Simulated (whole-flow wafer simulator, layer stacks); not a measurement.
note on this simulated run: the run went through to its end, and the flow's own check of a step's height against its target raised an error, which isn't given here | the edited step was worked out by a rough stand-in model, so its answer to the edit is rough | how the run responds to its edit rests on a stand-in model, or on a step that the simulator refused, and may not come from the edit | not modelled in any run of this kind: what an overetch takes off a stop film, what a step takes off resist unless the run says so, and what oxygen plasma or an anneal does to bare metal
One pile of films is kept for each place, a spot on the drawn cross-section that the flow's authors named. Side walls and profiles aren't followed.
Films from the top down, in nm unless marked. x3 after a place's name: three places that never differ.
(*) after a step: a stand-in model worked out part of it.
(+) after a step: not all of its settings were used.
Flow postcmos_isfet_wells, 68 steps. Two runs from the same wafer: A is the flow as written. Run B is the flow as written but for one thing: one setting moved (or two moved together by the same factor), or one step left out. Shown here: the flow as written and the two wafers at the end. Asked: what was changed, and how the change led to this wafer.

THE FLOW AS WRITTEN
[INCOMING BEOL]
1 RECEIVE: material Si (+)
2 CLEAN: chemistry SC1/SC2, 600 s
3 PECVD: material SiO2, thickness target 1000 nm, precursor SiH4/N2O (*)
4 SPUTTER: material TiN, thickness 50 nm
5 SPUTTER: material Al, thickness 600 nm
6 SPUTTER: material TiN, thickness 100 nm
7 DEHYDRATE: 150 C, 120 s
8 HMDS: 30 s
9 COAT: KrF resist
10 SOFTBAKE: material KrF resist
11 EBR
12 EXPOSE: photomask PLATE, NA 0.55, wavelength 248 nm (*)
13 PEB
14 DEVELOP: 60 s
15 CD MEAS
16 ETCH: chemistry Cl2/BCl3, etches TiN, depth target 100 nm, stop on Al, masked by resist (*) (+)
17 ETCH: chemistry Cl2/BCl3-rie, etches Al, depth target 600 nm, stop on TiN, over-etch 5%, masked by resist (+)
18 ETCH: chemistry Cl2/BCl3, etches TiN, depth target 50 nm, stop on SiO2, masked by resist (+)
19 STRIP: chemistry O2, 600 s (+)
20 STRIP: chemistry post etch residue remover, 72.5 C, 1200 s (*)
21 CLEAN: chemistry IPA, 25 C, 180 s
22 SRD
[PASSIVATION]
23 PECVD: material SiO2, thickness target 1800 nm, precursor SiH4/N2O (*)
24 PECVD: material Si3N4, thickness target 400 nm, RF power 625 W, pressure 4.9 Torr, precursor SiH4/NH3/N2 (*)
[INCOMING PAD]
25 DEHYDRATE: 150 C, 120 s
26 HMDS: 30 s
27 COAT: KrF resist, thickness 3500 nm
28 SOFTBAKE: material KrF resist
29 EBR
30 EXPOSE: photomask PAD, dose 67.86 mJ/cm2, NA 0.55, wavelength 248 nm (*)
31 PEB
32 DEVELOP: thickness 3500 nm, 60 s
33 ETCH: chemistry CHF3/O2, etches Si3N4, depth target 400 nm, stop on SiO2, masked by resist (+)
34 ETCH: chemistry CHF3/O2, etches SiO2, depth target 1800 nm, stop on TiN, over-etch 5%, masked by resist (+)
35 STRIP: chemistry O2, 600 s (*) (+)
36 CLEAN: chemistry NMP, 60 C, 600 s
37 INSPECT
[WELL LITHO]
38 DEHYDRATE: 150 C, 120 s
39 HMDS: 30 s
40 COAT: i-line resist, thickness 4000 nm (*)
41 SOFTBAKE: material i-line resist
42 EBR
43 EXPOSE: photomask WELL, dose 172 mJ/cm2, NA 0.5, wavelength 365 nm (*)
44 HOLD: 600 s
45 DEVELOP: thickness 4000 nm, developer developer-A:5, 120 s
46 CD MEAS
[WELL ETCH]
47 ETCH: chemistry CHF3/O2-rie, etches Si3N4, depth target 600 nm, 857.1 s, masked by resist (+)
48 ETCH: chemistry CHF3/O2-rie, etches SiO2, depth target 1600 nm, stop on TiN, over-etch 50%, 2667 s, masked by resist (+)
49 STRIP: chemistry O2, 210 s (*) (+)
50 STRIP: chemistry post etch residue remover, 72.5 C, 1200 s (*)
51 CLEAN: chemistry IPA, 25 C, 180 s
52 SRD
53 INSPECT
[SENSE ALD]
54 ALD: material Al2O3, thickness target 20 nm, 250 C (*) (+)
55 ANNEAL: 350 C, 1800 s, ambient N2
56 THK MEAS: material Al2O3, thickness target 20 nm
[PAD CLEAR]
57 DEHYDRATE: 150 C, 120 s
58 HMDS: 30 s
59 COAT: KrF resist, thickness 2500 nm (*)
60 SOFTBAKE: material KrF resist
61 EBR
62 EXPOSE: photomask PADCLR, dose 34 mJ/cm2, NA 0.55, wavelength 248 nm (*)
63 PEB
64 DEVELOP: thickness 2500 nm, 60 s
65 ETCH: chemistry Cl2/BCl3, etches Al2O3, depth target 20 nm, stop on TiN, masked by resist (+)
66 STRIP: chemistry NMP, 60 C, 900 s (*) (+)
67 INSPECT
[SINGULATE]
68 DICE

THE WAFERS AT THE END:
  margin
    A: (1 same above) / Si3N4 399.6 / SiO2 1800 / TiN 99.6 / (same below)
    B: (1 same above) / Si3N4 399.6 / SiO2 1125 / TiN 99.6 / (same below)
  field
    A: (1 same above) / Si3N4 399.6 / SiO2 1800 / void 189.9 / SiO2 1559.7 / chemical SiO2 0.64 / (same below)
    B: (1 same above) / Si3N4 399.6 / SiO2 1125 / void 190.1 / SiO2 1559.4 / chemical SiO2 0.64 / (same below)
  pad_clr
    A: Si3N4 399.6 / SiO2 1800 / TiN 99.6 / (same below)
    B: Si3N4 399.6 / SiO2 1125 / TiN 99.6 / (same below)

The cause: step 23, PECVD: thickness target 1125 nm was run, where the flow has thickness target 1800 nm.
It can be read off the wafer: margin has SiO2 1125, and step 23 as written asks for 1800 nm.

How the change led to this, step by step:
  23 PECVD: material SiO2, thickness target 1800 nm, precursor SiH4/N2O (*)
      margin, well900, well1300 x3, pad_rim, pad_clr, pad_open: A SiO2 +1800 (new film) | B SiO2 +1125 (new film)
      field: A SiO2 +1800 (new film), void +189.9 (new film), SiO2 +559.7 | B SiO2 +1125 (new film), void +190.1 (new film), SiO2 +559.4
  34 ETCH: chemistry CHF3/O2, etches SiO2, depth target 1800 nm, stop on TiN, over-etch 5%, masked by resist (+)
      field, margin, well900, well1300 x3, pad_rim, pad_clr: A KrF resist -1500 | B KrF resist -984.4
      pad_open: A SiO2 -1800 (all of it) | B SiO2 -1125 (all of it)
  35 STRIP: chemistry O2, 600 s (*) (+)
      field, margin, well900, well1300 x3, pad_rim, pad_clr: A KrF resist -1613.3 (all of it) | B KrF resist -2128.9 (all of it)
  40 COAT: i-line resist, thickness 4000 nm (*)
      pad_clr: A i-line resist +3256.8 (new film) | B i-line resist +3471.6 (new film)
      pad_open: A i-line resist +4804.7 (new film) | B i-line resist +4561.3 (new film)
  41 SOFTBAKE: material i-line resist
      pad_clr: A i-line resist -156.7 | B i-line resist -93.3
      pad_open: A i-line resist +115.3 | B i-line resist +83.6
  48 ETCH: chemistry CHF3/O2-rie, etches SiO2, depth target 1600 nm, stop on TiN, over-etch 50%, 2667 s, masked by resist (+)
      well900, well1300 x3: A SiO2 -1600 (all of it) | B SiO2 -925 (all of it)
  49 STRIP: chemistry O2, 210 s (*) (+)
      pad_clr: A i-line resist -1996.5 (all of it) | B i-line resist -2274.6 (all of it)
      pad_open: A i-line resist -3816.3 (all of it) | B i-line resist -3541.2 (all of it)
  59 COAT: KrF resist, thickness 2500 nm (*)
      field: A KrF resist +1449 (new film) | B KrF resist +1771.5 (new film)
      margin: A KrF resist +1448.9 (new film) | B KrF resist +1771.4 (new film)
      (and at 3 more places)
  60 SOFTBAKE: material KrF resist
      pad_clr: A KrF resist -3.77 | B KrF resist -3.04
  63 PEB
      field, margin: A KrF resist -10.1 | B KrF resist -12.4
      pad_rim: A KrF resist -13.9 | B KrF resist -15
      (and at 2 more places)
  64 DEVELOP: thickness 2500 nm, 60 s
      pad_clr: A KrF resist -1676 (all of it) | B KrF resist -1907.8 (all of it)
      pad_open: A KrF resist -3045.1 (all of it) | B KrF resist -2873.1 (all of it)
  66 STRIP: chemistry NMP, 60 C, 900 s (*) (+)
      field: A KrF resist -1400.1 (all of it) | B KrF resist -1720.3 (all of it)
      margin: A KrF resist -1400.1 (all of it) | B KrF resist -1720.2 (all of it)
      (and at 1 more place)
